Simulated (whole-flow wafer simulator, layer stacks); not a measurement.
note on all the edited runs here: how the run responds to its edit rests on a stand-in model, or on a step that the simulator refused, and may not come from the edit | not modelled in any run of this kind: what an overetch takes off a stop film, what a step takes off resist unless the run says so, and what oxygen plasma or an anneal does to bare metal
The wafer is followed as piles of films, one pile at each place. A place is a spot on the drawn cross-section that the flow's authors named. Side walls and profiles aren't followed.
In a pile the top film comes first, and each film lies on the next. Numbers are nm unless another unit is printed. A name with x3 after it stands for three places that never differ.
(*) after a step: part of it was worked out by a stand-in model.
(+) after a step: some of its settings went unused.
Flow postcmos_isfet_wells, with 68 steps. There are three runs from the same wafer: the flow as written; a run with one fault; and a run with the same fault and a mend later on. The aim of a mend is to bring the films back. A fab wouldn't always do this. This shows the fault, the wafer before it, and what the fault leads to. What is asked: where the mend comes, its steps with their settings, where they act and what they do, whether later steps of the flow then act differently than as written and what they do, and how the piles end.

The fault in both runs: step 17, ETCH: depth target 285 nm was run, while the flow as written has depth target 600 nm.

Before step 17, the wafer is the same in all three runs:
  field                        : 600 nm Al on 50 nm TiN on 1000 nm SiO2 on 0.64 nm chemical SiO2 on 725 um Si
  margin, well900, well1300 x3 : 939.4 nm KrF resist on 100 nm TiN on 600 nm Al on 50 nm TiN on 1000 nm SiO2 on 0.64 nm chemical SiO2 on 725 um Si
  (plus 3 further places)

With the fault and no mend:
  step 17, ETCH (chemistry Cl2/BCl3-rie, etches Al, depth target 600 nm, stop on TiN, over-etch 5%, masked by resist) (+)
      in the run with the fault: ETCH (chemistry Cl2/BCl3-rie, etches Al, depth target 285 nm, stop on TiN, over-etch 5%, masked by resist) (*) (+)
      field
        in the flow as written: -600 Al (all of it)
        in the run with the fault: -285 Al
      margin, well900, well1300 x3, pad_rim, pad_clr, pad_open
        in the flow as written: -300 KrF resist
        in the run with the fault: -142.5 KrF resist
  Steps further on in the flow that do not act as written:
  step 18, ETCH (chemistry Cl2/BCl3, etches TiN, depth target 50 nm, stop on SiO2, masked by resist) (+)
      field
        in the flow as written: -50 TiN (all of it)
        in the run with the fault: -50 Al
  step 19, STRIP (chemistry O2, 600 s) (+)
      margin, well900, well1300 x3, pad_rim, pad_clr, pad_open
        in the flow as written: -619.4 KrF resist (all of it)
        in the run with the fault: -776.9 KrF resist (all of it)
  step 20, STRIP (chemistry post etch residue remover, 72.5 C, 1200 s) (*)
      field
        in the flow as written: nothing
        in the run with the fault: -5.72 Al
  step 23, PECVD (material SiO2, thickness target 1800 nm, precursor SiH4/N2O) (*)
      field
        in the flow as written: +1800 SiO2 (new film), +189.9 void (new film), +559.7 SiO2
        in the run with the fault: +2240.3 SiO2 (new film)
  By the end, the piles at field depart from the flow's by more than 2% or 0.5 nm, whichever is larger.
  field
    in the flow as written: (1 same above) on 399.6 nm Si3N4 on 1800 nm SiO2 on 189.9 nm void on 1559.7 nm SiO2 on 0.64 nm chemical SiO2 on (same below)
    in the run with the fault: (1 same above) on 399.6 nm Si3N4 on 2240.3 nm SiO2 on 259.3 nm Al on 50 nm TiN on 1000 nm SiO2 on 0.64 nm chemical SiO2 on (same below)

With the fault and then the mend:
  After step 17 comes the mend.
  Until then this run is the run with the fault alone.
  step 17a, ETCH (chemistry Cl2/BCl3-rie, etches Al, depth target 315 nm, stop on TiN, over-etch 5%, masked by resist) (the flow's step 17 again, with other settings)
      margin, well900, well1300 x3, pad_rim, pad_clr, pad_open
        -157.5 KrF resist
      field
        -315 Al (all of it)
  Later steps of the flow that are run all act as written at every place that is followed.
  The piles end the same as the flow's at every place that both follow.
